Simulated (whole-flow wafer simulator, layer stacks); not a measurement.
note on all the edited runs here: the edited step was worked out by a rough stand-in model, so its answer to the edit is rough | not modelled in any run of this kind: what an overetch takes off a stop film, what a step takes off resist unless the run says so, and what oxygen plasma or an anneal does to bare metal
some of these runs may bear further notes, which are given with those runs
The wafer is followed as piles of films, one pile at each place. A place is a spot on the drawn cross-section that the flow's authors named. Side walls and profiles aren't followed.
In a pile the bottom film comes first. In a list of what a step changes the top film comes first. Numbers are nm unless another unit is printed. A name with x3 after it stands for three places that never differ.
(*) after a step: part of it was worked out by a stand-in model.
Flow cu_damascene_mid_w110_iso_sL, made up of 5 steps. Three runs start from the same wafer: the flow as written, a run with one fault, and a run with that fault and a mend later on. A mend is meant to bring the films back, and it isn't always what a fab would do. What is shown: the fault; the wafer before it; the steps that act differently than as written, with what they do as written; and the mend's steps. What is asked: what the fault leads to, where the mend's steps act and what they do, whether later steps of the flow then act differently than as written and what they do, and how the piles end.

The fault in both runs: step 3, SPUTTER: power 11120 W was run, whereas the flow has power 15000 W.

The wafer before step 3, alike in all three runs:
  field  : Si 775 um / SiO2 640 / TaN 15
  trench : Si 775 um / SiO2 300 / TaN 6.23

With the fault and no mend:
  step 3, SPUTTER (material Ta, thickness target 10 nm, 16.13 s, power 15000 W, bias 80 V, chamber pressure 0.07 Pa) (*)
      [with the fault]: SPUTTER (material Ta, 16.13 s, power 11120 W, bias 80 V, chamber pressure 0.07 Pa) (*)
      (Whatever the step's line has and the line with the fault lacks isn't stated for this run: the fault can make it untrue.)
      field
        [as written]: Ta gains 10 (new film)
        [with the fault]: Ta gains 7.41 (new film)
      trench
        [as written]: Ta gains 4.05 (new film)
        [with the fault]: Ta gains 2.83 (new film)
  None of the later steps of the flow differs from how it acts as written, at any place that is followed, by more than 2% or 0.5 nm, whichever is larger.
  At field, trench, the piles at the end differ from the flow's by more than 2% or 0.5 nm, whichever is larger.
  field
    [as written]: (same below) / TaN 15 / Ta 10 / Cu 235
    [with the fault]: (same below) / TaN 15 / Ta 7.41 / Cu 235
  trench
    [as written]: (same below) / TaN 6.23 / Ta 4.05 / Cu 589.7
    [with the fault]: (same below) / TaN 6.23 / Ta 2.83 / Cu 588.4

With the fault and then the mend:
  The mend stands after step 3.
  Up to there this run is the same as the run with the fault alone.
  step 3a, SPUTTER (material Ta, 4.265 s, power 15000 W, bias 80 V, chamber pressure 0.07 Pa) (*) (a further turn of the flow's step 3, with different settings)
      field
        Ta gains 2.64
      trench
        Ta gains 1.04
  None of the later steps of the flow differs from how it acts as written, at any place that is followed, by more than 2% or 0.5 nm, whichever is larger.
  The piles end only slightly different from the flow's at the places that both follow, by no more than 2% or 0.5 nm, whichever is larger.
